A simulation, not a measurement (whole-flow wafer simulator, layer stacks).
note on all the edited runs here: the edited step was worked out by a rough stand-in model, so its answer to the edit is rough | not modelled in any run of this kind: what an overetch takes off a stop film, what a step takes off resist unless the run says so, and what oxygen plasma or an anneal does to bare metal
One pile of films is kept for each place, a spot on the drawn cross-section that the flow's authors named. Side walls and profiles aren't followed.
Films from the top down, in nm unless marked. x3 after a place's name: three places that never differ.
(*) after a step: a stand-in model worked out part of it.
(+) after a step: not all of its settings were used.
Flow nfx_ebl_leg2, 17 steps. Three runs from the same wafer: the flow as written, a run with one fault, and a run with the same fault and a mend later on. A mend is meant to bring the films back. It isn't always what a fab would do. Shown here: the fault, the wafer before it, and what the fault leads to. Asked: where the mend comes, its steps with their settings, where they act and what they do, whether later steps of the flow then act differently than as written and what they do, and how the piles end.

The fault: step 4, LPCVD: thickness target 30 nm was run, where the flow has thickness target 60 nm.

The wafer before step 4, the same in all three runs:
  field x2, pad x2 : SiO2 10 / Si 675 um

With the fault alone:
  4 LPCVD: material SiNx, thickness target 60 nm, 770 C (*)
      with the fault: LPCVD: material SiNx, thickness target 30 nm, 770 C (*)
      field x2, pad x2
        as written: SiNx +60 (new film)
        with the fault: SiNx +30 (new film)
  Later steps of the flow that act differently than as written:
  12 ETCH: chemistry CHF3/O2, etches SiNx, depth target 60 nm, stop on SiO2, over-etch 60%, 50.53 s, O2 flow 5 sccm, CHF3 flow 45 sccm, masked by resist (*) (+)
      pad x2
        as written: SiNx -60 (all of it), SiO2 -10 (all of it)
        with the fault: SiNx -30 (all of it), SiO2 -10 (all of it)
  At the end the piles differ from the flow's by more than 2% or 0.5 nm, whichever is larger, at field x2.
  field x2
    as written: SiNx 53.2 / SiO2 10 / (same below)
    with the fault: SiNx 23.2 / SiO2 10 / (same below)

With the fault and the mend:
  The mend comes after step 5.
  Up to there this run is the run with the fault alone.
  5a LPCVD: material SiNx, thickness target 30 nm, 770 C (*) (the flow's step 4 once more, with other settings)
      field x2, pad x2
        SiNx +30
  No later step of the flow acts differently than as written at any place that is followed.
  At the end the piles are the same as the flow's at every place that both follow.
